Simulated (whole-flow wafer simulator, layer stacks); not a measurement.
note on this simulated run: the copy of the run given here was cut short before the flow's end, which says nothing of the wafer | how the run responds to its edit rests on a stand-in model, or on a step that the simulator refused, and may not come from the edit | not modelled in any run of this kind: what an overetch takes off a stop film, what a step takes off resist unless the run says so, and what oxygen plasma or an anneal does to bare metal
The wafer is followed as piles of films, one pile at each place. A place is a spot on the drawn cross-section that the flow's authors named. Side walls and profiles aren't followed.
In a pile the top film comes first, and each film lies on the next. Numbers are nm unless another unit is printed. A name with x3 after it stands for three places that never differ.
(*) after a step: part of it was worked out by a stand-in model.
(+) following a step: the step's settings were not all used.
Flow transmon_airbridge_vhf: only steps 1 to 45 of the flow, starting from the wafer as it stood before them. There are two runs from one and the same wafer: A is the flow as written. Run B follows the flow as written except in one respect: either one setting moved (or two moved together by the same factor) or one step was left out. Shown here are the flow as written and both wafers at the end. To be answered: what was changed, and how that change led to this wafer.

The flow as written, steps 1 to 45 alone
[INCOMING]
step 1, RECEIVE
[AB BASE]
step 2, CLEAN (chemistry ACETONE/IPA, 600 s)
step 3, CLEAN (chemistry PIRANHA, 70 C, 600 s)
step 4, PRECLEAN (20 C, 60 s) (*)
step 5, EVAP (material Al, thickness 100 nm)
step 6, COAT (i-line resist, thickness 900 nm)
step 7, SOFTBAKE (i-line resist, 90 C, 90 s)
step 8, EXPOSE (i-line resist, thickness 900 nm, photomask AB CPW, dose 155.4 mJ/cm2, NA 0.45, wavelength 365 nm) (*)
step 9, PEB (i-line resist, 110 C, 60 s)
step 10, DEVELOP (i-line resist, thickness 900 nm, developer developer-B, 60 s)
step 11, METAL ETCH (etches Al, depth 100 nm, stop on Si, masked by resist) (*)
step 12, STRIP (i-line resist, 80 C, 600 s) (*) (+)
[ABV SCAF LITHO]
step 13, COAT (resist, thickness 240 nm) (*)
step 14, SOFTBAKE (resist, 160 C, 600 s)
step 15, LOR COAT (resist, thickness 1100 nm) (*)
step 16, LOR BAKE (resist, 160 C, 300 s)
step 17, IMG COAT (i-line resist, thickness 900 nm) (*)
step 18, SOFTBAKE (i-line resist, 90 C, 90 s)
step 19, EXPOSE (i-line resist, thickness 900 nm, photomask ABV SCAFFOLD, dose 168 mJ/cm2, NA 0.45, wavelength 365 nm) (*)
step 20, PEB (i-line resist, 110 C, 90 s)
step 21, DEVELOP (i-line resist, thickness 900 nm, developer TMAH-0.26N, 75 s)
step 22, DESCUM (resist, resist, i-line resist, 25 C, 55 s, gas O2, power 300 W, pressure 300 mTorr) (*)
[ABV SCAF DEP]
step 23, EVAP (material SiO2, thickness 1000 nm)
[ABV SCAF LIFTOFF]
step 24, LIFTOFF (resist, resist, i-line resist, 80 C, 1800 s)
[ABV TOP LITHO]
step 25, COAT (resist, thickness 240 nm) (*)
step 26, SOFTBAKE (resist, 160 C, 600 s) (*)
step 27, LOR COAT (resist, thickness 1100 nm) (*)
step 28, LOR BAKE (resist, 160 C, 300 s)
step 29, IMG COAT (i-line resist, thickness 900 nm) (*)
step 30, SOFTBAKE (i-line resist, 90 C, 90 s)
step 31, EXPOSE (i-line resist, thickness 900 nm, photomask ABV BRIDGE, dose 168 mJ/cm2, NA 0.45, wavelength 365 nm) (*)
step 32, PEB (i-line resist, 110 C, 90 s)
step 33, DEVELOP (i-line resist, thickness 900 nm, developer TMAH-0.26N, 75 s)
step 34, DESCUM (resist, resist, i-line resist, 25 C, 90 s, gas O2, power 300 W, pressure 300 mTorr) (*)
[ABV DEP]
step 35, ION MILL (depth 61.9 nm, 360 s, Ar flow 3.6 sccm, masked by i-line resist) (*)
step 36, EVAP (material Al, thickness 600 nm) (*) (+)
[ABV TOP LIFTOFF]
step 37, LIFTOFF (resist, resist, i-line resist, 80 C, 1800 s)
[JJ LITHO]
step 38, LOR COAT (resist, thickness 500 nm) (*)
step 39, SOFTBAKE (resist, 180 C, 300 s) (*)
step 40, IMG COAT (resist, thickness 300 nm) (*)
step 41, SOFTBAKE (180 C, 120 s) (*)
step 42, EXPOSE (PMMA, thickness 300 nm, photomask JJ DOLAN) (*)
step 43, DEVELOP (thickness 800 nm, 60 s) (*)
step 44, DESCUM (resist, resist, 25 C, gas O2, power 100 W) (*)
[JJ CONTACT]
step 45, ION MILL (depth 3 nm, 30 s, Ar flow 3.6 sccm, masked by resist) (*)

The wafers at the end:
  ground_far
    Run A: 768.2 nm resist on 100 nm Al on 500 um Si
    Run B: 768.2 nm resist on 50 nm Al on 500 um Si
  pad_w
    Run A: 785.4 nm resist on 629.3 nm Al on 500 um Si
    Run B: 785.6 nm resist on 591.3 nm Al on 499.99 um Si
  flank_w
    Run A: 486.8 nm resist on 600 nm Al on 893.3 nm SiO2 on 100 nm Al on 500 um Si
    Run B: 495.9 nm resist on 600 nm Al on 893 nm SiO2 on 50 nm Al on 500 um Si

The reason: step 5, EVAP: thickness 50 nm was run, while the flow as written has thickness 100 nm.
One can read it off the wafer: ground_far has Al 50, and step 5 as written asks for 100 nm.

How this came from the change, step by step:
  step 5, EVAP (material Al, thickness 100 nm)
      field x3, jj_line, ground_far and 12 more: A +100 Al (new film) | B +50 Al (new film)
  step 11, METAL ETCH (etches Al, depth 100 nm, stop on Si, masked by resist) (*)
      ground_far, pad_w, flank_w and 8 more: A -50 i-line resist | B -37.5 i-line resist
      field x3, jj_line, gap_w, gap_e: A -100 Al (all of it) | B -50 Al (all of it)
  step 13, COAT (resist, thickness 240 nm) (*)
      flank_w, flank_e: A +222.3 resist (new film) | B +230.6 resist (new film)
      gap_w, gap_e: A +251.7 resist (new film) | B +246.1 resist (new film)
  step 22, DESCUM (resist, resist, i-line resist, 25 C, 55 s, gas O2, power 300 W, pressure 300 mTorr) (*)
      flank_w, flank_e: A -222.3 resist (all of it) | B -230.6 resist (all of it)
      gap_w, gap_e: A -251.7 resist (all of it) | B -246.1 resist (all of it)
  step 25, COAT (resist, thickness 240 nm) (*)
      flank_w, flank_e: A +152.6 resist (new film) | B +158.6 resist (new film)
      gap_w, gap_e: A +210.7 resist (new film) | B +205.3 resist (new film)
  step 32, PEB (i-line resist, 110 C, 90 s)
      gap_w, gap_e: A -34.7 i-line resist | B -34 i-line resist
  step 34, DESCUM (resist, resist, i-line resist, 25 C, 90 s, gas O2, power 300 W, pressure 300 mTorr) (*)
      flank_w, flank_e: A -152.6 resist (all of it) | B -158.6 resist (all of it)
      gap_w, gap_e: A -210.7 resist (all of it) | B -205.3 resist (all of it)
  step 35, ION MILL (depth 61.9 nm, 360 s, Ar flow 3.6 sccm, masked by i-line resist) (*)
      pad_w, pad_e: A -61.9 Al | B -50 Al (all of it), -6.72 Si
  step 36, EVAP (material Al, thickness 600 nm) (*) (+)
      pad_w, pad_e: A +591.2 Al | B +591.3 Al (new film)
  step 40, IMG COAT (resist, thickness 300 nm) (*)
      flank_w, flank_e: A +212.1 resist | B +219.4 resist
